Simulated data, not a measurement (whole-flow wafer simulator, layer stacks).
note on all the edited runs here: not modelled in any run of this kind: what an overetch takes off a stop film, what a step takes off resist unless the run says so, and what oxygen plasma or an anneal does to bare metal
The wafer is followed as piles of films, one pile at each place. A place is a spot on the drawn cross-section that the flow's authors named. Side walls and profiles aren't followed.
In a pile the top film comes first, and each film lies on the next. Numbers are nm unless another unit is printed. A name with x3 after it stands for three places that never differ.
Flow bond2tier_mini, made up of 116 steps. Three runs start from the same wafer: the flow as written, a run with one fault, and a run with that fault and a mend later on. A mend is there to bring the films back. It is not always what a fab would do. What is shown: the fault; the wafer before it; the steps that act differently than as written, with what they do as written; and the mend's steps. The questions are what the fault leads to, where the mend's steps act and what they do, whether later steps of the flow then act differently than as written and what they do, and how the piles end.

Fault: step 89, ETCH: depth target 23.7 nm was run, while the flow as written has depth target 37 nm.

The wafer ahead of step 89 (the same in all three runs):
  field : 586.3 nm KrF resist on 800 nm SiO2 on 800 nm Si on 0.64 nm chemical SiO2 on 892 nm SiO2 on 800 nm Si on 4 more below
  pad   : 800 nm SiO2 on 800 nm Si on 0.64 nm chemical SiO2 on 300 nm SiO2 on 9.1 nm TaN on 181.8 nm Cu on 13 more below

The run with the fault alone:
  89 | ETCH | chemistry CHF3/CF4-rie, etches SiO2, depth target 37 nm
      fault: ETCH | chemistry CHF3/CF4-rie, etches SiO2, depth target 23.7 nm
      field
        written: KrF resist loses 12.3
        fault: KrF resist loses 7.9
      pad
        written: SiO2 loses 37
        fault: SiO2 loses 23.7
  Steps later in the flow that act otherwise than as written (not shown: 5 more steps that differ only slightly, by at most 2% or 0.5 nm, whichever is larger):
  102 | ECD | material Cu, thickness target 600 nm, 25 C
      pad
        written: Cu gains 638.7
        fault: Cu gains 624.8
  The piles end different from the flow's at pad by more than 2% or 0.5 nm, whichever is larger.
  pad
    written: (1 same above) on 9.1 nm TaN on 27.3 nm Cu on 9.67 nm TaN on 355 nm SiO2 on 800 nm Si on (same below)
    fault: (1 same above) on 9.1 nm TaN on 13.9 nm Cu on 9.79 nm TaN on 368.3 nm SiO2 on 800 nm Si on (same below)

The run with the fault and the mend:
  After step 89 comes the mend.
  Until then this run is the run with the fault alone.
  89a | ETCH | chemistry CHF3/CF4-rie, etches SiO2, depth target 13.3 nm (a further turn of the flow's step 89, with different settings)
      field
        KrF resist loses 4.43
      pad
        SiO2 loses 13.3
  Every later step of the flow that is run acts as written at every place that is followed.
  The piles end the same as the flow's at every place that both follow.
